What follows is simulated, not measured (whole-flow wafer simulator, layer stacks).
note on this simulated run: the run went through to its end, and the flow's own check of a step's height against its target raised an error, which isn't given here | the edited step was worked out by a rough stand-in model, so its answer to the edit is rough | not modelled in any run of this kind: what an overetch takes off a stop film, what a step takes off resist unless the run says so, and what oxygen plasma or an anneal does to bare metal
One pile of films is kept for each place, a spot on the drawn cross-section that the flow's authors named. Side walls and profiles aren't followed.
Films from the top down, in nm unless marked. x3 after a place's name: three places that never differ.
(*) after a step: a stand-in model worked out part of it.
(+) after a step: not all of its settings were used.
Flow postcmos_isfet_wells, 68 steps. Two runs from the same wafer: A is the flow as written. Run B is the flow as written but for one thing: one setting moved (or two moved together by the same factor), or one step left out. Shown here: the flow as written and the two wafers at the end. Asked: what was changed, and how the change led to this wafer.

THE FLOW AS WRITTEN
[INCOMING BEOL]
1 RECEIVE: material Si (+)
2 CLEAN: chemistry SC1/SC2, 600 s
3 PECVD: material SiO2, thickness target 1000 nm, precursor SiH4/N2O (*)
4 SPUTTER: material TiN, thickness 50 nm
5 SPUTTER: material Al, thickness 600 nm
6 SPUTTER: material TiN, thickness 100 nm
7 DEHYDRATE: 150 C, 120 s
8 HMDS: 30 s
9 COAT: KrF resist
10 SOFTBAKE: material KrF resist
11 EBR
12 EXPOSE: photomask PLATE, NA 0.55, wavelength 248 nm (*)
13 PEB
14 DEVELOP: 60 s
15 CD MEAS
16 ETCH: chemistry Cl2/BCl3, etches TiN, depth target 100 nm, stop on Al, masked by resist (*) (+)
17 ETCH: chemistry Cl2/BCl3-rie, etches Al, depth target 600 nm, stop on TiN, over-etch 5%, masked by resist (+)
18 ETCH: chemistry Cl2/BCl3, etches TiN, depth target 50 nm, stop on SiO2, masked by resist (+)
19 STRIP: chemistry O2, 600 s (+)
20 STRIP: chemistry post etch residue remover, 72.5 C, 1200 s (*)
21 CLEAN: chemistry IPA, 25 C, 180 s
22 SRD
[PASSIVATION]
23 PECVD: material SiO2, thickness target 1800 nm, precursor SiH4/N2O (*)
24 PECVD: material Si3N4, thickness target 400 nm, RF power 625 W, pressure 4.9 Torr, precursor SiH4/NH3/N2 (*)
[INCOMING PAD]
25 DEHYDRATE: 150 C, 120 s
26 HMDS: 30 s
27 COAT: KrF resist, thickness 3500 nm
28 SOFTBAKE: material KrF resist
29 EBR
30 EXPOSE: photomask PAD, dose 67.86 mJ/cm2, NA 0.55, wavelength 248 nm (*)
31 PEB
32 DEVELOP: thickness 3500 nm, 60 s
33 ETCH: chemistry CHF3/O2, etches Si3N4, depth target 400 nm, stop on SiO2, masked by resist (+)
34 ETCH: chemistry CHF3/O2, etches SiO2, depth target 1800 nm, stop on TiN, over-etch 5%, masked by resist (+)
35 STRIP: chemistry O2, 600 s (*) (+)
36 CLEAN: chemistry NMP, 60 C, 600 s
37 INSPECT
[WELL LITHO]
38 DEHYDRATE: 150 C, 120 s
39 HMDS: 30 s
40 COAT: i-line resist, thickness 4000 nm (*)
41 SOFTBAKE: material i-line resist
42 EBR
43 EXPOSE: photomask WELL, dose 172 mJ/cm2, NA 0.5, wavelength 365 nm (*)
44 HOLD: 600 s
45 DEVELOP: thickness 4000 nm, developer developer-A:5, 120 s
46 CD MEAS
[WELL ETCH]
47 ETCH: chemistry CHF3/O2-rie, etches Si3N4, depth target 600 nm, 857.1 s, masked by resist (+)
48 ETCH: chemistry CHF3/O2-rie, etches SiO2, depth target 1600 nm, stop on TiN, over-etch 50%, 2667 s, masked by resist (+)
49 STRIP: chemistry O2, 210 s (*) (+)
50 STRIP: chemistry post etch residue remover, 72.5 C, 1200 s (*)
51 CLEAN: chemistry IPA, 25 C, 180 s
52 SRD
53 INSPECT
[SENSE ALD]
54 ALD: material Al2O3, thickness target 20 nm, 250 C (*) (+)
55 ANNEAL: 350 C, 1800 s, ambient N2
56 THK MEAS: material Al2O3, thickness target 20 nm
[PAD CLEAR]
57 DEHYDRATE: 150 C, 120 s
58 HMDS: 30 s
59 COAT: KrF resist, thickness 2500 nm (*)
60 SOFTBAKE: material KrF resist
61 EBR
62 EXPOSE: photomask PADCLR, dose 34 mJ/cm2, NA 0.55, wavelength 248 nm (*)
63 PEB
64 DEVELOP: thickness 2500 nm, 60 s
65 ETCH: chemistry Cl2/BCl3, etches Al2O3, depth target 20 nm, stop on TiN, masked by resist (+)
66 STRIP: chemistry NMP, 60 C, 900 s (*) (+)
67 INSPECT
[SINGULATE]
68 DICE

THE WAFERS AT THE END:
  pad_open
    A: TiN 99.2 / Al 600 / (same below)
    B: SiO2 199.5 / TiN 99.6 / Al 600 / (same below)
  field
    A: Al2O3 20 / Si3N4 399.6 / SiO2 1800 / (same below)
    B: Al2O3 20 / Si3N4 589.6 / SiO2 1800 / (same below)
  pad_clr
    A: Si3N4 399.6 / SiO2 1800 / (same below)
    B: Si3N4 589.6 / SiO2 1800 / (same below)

The cause: step 24, PECVD: thickness target 590 nm was run, where the flow has thickness target 400 nm.

How the change led to this, step by step:
  24 PECVD: material Si3N4, thickness target 400 nm, RF power 625 W, pressure 4.9 Torr, precursor SiH4/NH3/N2 (*)
      field, margin, well900, well1300 x3, pad_rim, pad_clr, pad_open: A Si3N4 +400 (new film) | B Si3N4 +590 (new film)
  33 ETCH: chemistry CHF3/O2, etches Si3N4, depth target 400 nm, stop on SiO2, masked by resist (+)
      pad_open: A Si3N4 -400 (all of it) | B Si3N4 -400
  34 ETCH: chemistry CHF3/O2, etches SiO2, depth target 1800 nm, stop on TiN, over-etch 5%, masked by resist (+)
      pad_open: A SiO2 -1800 (all of it) | B Si3N4 -190 (all of it), SiO2 -1600.5
  47 ETCH: chemistry CHF3/O2-rie, etches Si3N4, depth target 600 nm, 857.1 s, masked by resist (+)
      well900, well1300 x3: A Si3N4 -400 (all of it), SiO2 -200 | B Si3N4 -590 (all of it), SiO2 -10
  48 ETCH: chemistry CHF3/O2-rie, etches SiO2, depth target 1600 nm, stop on TiN, over-etch 50%, 2667 s, masked by resist (+)
      well900, well1300 x3: A SiO2 -1600 (all of it) | B SiO2 -1790 (all of it)
  59 COAT: KrF resist, thickness 2500 nm (*)
      field: A KrF resist +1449 (new film) | B KrF resist +1358.2 (new film)
      margin: A KrF resist +1448.9 (new film) | B KrF resist +1358.1 (new film)
  63 PEB
      field, margin: A KrF resist -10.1 | B KrF resist -9.45
  66 STRIP: chemistry NMP, 60 C, 900 s (*) (+)
      field: A KrF resist -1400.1 (all of it) | B KrF resist -1310 (all of it)
      margin: A KrF resist -1400.1 (all of it) | B KrF resist -1309.9 (all of it)
